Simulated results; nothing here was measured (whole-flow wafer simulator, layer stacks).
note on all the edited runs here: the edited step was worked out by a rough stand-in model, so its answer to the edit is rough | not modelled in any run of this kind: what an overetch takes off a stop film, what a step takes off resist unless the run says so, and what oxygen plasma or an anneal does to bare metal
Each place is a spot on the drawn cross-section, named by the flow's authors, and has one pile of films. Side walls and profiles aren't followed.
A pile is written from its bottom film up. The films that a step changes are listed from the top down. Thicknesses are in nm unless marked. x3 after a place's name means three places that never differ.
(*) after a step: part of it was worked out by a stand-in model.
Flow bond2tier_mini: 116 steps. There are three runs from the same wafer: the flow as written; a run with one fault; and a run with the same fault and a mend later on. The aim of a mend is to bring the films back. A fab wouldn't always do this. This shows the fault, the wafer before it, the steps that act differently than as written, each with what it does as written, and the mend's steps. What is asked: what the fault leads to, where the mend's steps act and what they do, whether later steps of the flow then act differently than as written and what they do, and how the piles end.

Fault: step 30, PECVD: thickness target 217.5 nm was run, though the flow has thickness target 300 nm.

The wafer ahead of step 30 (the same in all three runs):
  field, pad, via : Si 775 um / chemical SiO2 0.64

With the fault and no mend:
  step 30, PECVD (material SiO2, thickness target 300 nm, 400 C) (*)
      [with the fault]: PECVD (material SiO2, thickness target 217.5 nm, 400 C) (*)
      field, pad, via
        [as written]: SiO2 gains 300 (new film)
        [with the fault]: SiO2 gains 217.5 (new film)
  None of the later steps of the flow acts differently than as written at any place that is followed.
  By the end, the piles at field, pad depart from the flow's by more than 2% or 0.5 nm, whichever is larger.
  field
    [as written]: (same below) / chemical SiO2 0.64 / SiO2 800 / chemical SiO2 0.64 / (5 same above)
    [with the fault]: (same below) / chemical SiO2 0.64 / SiO2 717.5 / chemical SiO2 0.64 / (5 same above)
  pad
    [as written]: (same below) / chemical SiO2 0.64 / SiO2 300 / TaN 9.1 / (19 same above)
    [with the fault]: (same below) / chemical SiO2 0.64 / SiO2 217.5 / TaN 9.1 / (19 same above)

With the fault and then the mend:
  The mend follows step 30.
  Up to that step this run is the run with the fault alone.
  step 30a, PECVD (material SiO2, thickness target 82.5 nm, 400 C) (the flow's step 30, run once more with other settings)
      field, pad, via
        SiO2 gains 82.5
  None of the later steps of the flow acts differently than as written at any place that is followed.
  The piles end the same as the flow's at every place that both follow.
